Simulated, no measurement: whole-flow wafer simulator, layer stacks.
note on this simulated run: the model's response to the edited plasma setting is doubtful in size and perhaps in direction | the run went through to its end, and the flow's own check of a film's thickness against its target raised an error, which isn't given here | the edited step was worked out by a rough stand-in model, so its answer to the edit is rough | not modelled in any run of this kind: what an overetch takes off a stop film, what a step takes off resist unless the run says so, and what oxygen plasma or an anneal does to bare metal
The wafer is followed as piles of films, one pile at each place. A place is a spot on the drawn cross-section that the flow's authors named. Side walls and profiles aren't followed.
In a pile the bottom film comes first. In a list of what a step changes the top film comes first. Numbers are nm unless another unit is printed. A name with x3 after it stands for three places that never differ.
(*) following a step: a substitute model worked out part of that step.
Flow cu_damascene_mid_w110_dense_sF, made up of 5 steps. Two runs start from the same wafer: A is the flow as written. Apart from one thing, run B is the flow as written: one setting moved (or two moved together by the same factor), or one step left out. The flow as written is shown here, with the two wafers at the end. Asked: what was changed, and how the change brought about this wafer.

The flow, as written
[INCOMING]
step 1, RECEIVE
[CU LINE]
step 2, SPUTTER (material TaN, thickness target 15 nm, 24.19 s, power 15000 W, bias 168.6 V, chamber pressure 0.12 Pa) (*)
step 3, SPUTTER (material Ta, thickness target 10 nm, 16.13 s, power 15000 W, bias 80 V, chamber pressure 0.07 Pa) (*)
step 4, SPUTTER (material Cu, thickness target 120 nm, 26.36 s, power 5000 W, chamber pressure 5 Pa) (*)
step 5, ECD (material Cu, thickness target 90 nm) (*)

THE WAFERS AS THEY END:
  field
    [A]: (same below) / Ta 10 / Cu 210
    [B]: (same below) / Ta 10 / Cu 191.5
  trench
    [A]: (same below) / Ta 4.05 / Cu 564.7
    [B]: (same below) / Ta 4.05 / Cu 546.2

The reason: step 4, SPUTTER: power 4385 W was run, while the flow as written has power 5000 W.

The path from the change to this, step by step:
  step 4, SPUTTER (material Cu, thickness target 120 nm, 26.36 s, power 5000 W, chamber pressure 5 Pa) (*)
      field: A Cu gains 120 (new film) | B Cu gains 101.5 (new film)
      trench: A Cu gains 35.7 (new film) | B Cu gains 32.7 (new film)
  step 5, ECD (material Cu, thickness target 90 nm) (*)
      trench: A Cu gains 529 | B Cu gains 513.6
